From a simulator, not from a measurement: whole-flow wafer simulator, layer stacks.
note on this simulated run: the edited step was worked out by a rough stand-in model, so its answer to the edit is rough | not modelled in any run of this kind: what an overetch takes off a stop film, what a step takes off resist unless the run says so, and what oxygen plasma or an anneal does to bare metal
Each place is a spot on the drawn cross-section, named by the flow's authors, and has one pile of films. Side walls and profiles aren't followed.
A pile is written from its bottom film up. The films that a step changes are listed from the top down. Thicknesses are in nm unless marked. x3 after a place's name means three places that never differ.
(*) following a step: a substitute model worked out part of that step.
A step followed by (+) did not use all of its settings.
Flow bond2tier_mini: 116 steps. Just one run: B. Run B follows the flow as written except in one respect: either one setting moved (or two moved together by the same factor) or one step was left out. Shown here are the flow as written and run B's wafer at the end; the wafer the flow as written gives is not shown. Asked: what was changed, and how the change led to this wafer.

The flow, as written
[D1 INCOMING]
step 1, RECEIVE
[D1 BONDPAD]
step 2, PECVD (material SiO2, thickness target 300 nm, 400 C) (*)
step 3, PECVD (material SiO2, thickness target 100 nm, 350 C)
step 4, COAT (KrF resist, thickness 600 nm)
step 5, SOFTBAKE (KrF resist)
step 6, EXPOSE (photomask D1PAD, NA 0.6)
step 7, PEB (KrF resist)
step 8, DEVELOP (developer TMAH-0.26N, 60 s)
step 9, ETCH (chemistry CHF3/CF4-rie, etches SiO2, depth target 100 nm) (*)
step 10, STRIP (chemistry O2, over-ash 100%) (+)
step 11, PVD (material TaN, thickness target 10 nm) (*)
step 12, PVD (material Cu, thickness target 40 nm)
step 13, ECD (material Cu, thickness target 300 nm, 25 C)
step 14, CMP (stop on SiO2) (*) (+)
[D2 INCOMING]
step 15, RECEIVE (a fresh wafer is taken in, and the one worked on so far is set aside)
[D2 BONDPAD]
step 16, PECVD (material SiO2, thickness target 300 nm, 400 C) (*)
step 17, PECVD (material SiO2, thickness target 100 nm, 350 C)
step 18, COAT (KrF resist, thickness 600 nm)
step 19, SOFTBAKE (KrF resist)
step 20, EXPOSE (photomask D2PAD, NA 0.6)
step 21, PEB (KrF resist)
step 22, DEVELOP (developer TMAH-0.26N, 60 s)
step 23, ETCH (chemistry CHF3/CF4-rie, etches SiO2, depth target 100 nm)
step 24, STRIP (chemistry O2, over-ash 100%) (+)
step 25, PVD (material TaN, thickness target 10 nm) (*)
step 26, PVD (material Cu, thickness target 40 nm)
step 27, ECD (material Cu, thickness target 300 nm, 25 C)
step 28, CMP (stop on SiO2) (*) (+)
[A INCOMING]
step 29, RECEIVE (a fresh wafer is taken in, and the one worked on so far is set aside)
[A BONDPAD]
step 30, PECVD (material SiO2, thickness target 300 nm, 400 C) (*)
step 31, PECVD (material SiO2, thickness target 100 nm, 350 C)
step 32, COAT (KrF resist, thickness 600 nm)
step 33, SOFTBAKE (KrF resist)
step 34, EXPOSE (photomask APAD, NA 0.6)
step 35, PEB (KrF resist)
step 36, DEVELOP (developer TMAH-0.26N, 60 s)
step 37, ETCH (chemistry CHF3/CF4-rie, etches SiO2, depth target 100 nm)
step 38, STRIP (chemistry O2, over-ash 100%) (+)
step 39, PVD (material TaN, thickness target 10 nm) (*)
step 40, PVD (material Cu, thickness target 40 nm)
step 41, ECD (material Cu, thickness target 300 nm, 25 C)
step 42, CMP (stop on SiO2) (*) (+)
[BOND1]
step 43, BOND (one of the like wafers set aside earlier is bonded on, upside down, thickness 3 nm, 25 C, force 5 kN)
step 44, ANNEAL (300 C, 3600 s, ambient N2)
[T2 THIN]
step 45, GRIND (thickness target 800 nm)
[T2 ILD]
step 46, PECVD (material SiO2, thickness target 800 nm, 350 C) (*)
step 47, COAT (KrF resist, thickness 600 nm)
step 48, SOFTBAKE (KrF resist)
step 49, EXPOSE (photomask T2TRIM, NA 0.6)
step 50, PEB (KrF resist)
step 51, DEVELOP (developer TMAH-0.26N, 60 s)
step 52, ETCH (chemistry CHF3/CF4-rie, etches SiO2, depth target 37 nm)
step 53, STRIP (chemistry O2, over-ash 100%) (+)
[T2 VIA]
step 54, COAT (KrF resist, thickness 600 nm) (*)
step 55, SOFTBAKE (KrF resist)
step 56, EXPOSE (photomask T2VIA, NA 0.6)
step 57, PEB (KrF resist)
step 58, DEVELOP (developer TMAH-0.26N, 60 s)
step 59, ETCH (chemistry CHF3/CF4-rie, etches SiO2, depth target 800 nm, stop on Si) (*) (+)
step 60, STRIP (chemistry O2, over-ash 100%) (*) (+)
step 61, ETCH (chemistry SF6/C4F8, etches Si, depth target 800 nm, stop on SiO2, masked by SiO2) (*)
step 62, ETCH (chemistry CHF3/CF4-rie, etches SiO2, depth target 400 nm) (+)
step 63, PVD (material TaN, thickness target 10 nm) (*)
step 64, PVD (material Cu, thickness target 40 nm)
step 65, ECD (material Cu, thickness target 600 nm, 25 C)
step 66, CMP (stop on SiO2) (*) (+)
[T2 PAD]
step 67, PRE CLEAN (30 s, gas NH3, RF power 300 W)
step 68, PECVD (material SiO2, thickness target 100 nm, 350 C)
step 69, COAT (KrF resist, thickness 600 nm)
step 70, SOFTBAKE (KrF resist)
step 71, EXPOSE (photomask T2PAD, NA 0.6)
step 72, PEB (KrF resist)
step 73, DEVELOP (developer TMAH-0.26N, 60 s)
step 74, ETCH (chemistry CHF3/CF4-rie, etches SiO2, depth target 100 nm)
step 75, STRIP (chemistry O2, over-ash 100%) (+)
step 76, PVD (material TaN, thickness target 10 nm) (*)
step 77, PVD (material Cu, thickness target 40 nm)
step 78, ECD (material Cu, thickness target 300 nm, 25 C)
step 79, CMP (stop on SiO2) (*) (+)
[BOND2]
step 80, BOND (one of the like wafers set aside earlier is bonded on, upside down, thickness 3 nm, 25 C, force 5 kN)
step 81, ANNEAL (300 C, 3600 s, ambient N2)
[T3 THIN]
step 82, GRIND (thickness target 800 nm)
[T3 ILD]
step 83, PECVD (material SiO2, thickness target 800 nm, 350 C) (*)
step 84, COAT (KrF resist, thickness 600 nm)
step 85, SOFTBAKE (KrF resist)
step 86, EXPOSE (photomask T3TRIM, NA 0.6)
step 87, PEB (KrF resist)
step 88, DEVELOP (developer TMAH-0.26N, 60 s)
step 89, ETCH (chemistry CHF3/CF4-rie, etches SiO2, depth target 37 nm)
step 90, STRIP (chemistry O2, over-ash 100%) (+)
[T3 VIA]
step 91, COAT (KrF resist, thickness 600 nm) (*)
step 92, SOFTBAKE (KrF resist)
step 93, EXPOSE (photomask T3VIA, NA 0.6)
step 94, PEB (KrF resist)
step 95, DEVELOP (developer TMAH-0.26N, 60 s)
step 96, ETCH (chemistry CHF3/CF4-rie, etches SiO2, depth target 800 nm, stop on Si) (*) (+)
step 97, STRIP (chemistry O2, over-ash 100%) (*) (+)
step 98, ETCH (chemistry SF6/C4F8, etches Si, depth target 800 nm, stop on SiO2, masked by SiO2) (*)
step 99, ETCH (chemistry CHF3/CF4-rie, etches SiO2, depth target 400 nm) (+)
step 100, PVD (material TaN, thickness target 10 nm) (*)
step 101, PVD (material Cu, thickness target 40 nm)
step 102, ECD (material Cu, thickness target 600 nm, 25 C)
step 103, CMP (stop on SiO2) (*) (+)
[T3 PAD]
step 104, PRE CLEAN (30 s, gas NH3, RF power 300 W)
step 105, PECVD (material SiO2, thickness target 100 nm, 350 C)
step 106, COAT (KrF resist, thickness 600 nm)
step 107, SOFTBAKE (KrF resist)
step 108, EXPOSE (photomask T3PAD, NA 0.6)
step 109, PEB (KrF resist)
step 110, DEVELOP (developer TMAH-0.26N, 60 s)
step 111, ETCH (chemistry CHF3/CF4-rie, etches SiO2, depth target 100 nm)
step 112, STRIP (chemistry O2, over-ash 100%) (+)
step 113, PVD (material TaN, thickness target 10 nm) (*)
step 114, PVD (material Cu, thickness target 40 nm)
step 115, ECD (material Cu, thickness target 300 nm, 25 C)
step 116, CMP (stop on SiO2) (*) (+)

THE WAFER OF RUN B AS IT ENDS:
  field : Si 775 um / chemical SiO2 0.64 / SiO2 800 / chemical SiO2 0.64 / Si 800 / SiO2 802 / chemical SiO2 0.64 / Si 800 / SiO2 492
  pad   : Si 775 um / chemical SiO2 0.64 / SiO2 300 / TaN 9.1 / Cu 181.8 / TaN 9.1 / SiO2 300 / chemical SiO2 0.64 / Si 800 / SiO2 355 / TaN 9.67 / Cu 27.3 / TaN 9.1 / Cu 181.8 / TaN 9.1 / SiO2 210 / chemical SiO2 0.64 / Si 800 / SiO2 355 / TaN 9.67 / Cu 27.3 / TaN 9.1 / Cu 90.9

What caused this: step 16, PECVD: thickness target 210 nm was run, while the flow as written has thickness target 300 nm.
The wafer lets one read it off: pad has SiO2 210, and step 16 as written asks for 300 nm.

Step by step, how the change led to this:
  step 16, PECVD (material SiO2, thickness target 300 nm, 400 C) (*)
      field, pad, via: SiO2 gains 210 (new film) (in the flow as written it would be: SiO2 gains 300 (new film))
  step 80, BOND (one of the like wafers set aside earlier is bonded on, upside down, thickness 3 nm, 25 C, force 5 kN)
      field: Si gains 775 um (new film), chemical SiO2 gains 0.64 (new film), SiO2 gains 310 (in the flow as written it would be: Si gains 775 um (new film), chemical SiO2 gains 0.64 (new film), SiO2 gains 400)
      pad: Si gains 775 um (new film), chemical SiO2 gains 0.64 (new film), SiO2 gains 210 (new film), TaN gains 9.1 (new film), Cu gains 90.9 (in the flow as written it would be: Si gains 775 um (new film), chemical SiO2 gains 0.64 (new film), SiO2 gains 300 (new film), TaN gains 9.1 (new film), Cu gains 90.9)
